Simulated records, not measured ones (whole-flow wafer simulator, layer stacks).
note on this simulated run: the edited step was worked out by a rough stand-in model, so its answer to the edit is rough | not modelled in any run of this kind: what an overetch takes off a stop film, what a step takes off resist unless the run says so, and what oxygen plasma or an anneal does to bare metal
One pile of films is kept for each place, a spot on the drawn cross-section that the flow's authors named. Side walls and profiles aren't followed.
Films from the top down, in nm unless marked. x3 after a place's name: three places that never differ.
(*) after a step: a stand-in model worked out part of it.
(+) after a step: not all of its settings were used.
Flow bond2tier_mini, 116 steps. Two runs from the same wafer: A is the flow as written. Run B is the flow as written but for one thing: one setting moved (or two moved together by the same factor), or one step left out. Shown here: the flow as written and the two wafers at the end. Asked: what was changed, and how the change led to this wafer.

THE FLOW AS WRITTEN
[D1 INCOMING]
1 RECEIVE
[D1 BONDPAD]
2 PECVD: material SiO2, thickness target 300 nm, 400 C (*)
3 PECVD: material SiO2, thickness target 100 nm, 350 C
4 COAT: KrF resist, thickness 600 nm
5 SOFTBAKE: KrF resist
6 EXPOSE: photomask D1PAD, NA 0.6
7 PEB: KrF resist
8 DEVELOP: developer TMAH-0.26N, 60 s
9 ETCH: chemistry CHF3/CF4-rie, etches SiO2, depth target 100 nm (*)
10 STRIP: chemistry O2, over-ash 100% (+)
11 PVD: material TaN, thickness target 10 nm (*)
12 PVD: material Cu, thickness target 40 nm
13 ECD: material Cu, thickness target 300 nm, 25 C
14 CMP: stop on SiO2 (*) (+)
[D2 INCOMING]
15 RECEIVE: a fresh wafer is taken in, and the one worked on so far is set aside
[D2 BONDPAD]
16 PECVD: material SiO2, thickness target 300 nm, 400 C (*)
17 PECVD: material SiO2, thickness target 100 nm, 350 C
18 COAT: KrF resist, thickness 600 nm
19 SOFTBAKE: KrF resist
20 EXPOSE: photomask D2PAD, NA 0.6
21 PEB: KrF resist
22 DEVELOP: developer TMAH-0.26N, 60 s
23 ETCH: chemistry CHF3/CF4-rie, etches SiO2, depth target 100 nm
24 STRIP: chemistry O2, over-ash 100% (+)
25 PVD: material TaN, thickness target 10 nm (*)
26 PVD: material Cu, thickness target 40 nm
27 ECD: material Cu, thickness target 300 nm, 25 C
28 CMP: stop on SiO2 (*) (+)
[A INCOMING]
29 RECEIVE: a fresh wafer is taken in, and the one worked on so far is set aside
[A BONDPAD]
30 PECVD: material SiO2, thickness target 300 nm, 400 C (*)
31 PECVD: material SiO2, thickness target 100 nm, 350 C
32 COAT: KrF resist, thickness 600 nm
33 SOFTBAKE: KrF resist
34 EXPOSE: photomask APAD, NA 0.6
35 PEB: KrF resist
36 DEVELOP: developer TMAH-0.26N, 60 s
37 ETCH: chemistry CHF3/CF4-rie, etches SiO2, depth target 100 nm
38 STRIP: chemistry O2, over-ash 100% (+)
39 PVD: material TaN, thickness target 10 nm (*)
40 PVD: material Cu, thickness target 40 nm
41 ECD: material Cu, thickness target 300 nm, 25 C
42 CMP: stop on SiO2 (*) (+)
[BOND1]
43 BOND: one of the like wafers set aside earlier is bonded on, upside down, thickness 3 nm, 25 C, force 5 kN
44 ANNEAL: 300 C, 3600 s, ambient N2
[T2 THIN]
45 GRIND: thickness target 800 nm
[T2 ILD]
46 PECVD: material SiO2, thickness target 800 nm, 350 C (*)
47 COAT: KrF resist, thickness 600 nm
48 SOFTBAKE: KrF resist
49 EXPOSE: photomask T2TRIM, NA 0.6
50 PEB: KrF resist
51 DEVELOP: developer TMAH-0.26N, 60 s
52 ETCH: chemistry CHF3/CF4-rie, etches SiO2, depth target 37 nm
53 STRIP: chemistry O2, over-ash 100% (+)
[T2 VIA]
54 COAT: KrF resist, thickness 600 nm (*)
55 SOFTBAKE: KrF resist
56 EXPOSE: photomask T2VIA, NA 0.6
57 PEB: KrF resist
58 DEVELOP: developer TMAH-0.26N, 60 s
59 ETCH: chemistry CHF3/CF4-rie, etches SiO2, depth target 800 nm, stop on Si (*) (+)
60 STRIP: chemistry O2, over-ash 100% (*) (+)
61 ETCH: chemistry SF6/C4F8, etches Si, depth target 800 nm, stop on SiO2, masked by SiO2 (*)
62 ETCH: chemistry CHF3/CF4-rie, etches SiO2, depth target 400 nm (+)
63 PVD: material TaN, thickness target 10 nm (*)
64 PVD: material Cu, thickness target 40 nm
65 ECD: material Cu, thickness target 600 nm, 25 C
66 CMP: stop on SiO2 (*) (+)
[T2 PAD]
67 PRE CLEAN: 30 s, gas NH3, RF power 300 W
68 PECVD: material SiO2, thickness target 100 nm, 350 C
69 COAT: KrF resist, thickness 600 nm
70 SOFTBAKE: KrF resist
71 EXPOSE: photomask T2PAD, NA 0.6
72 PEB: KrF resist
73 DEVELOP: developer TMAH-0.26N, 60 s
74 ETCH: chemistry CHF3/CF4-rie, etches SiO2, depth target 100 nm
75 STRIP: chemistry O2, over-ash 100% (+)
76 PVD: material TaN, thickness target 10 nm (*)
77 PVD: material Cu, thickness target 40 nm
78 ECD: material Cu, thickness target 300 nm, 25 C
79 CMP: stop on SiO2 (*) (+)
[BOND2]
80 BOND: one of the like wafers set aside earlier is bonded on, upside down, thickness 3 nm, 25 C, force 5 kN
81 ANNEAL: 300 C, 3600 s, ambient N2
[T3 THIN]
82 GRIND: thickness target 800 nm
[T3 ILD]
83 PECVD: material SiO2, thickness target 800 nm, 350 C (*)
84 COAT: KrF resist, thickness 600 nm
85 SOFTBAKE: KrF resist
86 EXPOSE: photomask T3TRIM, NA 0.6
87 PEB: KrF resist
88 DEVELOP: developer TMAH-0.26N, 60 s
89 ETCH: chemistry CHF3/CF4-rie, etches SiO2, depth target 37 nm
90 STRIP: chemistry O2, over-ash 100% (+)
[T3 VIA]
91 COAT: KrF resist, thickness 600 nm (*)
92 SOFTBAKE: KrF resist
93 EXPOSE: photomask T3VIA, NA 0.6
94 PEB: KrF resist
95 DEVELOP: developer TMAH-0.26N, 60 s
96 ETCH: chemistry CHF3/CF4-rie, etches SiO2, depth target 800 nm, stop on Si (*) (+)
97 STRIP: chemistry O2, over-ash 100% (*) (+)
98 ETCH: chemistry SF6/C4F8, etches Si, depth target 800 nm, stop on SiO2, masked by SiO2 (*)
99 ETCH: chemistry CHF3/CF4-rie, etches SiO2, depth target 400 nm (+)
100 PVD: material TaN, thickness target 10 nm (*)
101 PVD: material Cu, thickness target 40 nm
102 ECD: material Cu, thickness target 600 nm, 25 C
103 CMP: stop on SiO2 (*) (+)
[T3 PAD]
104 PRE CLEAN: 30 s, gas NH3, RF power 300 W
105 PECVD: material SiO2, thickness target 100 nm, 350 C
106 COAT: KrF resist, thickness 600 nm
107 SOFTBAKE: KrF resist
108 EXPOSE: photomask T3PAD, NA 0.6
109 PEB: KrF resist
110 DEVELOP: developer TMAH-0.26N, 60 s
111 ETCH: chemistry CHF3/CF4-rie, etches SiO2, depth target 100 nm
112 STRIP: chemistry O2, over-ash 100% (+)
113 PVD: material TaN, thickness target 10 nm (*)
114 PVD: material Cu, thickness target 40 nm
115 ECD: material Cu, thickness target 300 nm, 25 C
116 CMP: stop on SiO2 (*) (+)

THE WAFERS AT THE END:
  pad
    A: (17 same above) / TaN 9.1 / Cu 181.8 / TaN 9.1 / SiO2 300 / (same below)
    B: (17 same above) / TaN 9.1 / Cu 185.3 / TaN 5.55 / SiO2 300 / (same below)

The cause: step 39, PVD: thickness target 6.1 nm was run, where the flow has thickness target 10 nm.

How the change led to this, step by step:
  39 PVD: material TaN, thickness target 10 nm (*)
      field: A TaN +10 (new film) | B TaN +6.1 (new film)
      pad: A TaN +9.1 (new film) | B TaN +5.55 (new film)
      (and at 1 more place)
  42 CMP: stop on SiO2 (*) (+)
      field: A Cu -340 (all of it), TaN -10 (all of it) | B Cu -340 (all of it), TaN -6.1 (all of it)
